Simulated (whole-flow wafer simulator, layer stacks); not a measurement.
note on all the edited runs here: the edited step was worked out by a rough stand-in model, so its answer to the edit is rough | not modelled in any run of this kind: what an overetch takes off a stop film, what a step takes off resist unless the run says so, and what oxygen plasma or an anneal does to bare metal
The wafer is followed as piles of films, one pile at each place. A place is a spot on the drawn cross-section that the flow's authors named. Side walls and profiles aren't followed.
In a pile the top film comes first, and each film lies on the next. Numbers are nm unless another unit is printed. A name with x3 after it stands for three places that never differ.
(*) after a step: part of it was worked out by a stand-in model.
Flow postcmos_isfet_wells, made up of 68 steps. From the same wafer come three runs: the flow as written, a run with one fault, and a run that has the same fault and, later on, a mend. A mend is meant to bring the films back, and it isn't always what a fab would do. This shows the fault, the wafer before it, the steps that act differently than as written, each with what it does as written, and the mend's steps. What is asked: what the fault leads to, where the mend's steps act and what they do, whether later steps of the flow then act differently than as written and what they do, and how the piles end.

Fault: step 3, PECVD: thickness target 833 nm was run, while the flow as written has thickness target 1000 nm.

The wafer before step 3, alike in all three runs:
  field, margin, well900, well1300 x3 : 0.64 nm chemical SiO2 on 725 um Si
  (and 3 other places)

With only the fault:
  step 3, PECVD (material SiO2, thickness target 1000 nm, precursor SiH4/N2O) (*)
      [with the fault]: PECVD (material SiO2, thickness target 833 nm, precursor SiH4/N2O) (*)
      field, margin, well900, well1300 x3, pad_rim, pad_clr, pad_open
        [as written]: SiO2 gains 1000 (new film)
        [with the fault]: SiO2 gains 833 (new film)
  Every later step of the flow that is run acts as written at every place that is followed.
  The piles end different from the flow's at field, margin, well900, well1300 x3, pad_rim, pad_clr, pad_open by more than 2% or 0.5 nm, whichever is larger.
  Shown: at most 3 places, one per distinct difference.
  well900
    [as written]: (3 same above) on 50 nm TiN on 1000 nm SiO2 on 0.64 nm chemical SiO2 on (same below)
    [with the fault]: (3 same above) on 50 nm TiN on 833 nm SiO2 on 0.64 nm chemical SiO2 on (same below)
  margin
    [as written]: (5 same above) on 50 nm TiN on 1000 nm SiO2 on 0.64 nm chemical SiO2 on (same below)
    [with the fault]: (5 same above) on 50 nm TiN on 833 nm SiO2 on 0.64 nm chemical SiO2 on (same below)
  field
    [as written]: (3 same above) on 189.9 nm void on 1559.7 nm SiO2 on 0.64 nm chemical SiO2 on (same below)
    [with the fault]: (3 same above) on 189.9 nm void on 1392.7 nm SiO2 on 0.64 nm chemical SiO2 on (same below)

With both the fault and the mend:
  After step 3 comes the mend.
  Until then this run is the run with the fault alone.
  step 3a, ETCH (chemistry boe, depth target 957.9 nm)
      field, margin, well900, well1300 x3, pad_rim, pad_clr, pad_open
        SiO2 loses 833 (all of it), chemical SiO2 loses 0.64 (all of it)
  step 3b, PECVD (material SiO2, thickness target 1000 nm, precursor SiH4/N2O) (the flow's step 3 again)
      field, margin, well900, well1300 x3, pad_rim, pad_clr, pad_open
        SiO2 gains 1000 (new film)
  Every later step of the flow that is run acts as written at every place that is followed.
  The piles end different from the flow's at field, margin, well900, well1300 x3, pad_rim, pad_clr, pad_open by more than 2% or 0.5 nm, whichever is larger.
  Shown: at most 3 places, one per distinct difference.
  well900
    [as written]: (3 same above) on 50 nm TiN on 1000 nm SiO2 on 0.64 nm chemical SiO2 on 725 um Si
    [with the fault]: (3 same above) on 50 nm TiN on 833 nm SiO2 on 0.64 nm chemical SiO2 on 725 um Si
    [with the mend]: (3 same above) on 50 nm TiN on 1000 nm SiO2 on 725 um Si
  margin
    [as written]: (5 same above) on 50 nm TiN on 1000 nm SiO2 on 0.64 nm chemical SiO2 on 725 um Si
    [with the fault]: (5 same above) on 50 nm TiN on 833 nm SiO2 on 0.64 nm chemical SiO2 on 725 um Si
    [with the mend]: (5 same above) on 50 nm TiN on 1000 nm SiO2 on 725 um Si
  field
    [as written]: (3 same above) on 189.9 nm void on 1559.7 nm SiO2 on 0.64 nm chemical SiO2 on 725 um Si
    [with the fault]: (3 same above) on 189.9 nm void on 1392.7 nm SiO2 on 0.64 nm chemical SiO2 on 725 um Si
    [with the mend]: (3 same above) on 189.9 nm void on 1559.7 nm SiO2 on 725 um Si
